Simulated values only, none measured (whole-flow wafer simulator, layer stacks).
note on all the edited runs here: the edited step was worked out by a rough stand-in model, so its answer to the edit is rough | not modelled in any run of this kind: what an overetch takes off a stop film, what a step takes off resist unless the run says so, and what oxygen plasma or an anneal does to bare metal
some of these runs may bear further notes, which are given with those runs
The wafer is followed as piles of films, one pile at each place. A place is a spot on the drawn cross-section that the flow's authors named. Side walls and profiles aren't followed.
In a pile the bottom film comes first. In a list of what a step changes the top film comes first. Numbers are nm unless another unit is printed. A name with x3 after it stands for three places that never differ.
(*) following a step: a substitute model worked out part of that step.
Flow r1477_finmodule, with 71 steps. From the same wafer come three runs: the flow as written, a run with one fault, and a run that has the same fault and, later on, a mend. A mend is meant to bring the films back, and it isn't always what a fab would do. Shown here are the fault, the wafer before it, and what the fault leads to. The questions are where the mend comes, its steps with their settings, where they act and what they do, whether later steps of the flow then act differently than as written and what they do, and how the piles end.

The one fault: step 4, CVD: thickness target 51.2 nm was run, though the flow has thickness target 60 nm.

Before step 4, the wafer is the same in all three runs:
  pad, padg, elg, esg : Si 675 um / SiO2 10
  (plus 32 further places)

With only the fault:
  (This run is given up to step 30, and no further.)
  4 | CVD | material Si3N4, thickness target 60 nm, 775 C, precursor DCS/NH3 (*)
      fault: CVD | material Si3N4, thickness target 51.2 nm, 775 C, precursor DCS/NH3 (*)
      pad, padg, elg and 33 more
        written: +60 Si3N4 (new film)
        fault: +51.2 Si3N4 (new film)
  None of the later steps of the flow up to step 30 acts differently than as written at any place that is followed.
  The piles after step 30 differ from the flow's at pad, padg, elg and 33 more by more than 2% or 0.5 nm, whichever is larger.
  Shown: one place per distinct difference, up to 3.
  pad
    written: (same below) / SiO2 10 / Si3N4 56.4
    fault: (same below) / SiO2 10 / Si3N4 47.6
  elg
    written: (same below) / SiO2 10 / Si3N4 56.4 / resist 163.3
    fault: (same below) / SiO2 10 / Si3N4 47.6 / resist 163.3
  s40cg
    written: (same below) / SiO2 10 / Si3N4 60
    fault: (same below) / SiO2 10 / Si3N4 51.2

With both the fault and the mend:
  The mend stands after step 5.
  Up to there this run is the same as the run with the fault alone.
  5a | ETCH | chemistry h3po4, depth target 58.88 nm
      pad, padg, elg and 33 more
        -51.2 Si3N4 (all of it)
  5b | CLEAN | chemistry SC1/SC2 (the flow's step 2, run once more)
      leaves every film unchanged at each place that is followed
  5c | CVD | material Si3N4, thickness target 60 nm, 775 C, precursor DCS/NH3 (*) (the flow's step 4, run once more)
      pad, padg, elg and 33 more
        +60 Si3N4 (new film)
  None of the later steps of the flow acts differently than as written at any place that is followed.
  By the end, the piles equal the flow's at every place that both follow.
